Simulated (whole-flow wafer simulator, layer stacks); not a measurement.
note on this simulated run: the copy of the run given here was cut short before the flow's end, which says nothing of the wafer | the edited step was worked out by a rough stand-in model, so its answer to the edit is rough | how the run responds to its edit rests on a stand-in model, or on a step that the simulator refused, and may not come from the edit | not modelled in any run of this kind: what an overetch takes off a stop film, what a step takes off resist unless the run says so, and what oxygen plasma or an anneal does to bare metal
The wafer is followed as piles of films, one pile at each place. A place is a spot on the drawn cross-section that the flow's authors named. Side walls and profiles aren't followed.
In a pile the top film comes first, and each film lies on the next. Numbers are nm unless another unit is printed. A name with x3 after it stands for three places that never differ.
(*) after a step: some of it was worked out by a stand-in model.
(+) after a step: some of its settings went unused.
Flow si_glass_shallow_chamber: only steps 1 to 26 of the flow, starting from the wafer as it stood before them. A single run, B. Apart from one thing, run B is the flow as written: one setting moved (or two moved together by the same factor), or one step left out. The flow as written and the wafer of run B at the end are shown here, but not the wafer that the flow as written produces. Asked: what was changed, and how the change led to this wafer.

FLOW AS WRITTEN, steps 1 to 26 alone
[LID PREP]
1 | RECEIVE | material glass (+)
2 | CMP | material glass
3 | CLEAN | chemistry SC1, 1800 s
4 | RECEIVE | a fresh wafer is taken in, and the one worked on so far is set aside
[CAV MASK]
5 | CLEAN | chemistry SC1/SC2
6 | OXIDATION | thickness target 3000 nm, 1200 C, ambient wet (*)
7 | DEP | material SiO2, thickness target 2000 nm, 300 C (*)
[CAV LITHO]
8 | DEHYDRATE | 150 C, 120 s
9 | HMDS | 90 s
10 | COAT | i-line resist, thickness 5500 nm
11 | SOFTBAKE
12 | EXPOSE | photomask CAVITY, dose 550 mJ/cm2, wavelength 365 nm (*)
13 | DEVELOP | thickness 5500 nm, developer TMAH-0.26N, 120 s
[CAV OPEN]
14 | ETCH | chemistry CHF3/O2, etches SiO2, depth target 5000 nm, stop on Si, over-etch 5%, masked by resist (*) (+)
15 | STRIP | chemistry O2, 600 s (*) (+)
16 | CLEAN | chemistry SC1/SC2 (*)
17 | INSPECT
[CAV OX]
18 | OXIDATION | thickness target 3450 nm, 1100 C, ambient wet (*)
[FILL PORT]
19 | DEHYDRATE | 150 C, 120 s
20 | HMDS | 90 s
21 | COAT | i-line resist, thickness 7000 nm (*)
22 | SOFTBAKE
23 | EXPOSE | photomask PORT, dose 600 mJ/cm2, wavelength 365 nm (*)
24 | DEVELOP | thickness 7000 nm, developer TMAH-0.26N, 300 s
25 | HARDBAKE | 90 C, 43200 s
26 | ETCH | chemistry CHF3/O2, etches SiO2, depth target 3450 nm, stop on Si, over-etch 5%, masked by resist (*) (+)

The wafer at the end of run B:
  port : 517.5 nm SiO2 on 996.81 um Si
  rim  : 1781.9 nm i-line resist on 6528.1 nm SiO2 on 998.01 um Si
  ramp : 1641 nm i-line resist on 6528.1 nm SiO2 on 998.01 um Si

Cause: step 18, OXIDATION: thickness target 4140 nm was run, though the flow has thickness target 3450 nm.

The path from the change to this, step by step:
  18 | OXIDATION | thickness target 3450 nm, 1100 C, ambient wet (*)
      rim, ramp, septum, ring: +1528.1 SiO2, -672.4 Si (it would be, as written: +1109.8 SiO2, -488.3 Si)
      cav, port: +4140 SiO2 (new film), -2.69 chemical SiO2 (all of it), -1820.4 Si (it would be, as written: +3450 SiO2 (new film), -2.69 chemical SiO2 (all of it), -1516.8 Si)
  22 | SOFTBAKE
      rim: -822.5 i-line resist (it would be, as written: -849 i-line resist)
      ramp: -416.3 i-line resist (it would be, as written: -434.5 i-line resist)
      (also at 2 further places)
  25 | HARDBAKE | 90 C, 43200 s
      rim: -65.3 i-line resist (it would be, as written: -62.5 i-line resist)
      ramp: -60.2 i-line resist (it would be, as written: -57.1 i-line resist)
  26 | ETCH | chemistry CHF3/O2, etches SiO2, depth target 3450 nm, stop on Si, over-etch 5%, masked by resist (*) (+)
      port: -3622.5 SiO2 (it would be, as written: -3450 SiO2 (all of it), -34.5 Si)
